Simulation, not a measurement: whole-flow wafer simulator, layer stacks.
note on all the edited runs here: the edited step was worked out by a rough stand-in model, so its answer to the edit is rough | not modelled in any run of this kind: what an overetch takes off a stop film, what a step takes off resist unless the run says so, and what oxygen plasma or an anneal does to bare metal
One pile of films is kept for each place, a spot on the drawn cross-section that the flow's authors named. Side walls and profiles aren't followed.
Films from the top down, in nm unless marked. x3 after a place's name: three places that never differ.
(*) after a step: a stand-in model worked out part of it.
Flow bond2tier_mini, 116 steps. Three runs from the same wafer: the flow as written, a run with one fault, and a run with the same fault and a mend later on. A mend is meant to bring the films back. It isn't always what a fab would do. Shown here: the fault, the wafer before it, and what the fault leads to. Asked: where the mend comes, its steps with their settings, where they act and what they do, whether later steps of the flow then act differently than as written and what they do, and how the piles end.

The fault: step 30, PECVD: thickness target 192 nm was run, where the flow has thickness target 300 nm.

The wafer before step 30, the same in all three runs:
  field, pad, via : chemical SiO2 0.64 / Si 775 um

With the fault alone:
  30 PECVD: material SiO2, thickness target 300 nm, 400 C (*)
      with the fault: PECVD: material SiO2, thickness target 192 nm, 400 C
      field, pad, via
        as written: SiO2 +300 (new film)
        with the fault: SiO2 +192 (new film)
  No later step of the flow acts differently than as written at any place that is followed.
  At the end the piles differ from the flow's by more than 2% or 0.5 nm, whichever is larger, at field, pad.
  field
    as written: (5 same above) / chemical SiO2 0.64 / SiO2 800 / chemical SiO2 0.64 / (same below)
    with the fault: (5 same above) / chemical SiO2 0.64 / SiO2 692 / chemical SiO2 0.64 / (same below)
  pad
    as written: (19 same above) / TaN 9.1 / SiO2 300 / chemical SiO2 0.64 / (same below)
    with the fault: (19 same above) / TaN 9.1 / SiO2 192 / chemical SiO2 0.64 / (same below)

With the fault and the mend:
  The mend comes after step 30.
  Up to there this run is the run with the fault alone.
  30a PECVD: material SiO2, thickness target 108 nm, 400 C (the flow's step 30 once more, with other settings)
      field, pad, via
        SiO2 +108
  No later step of the flow acts differently than as written at any place that is followed.
  At the end the piles are the same as the flow's at every place that both follow.
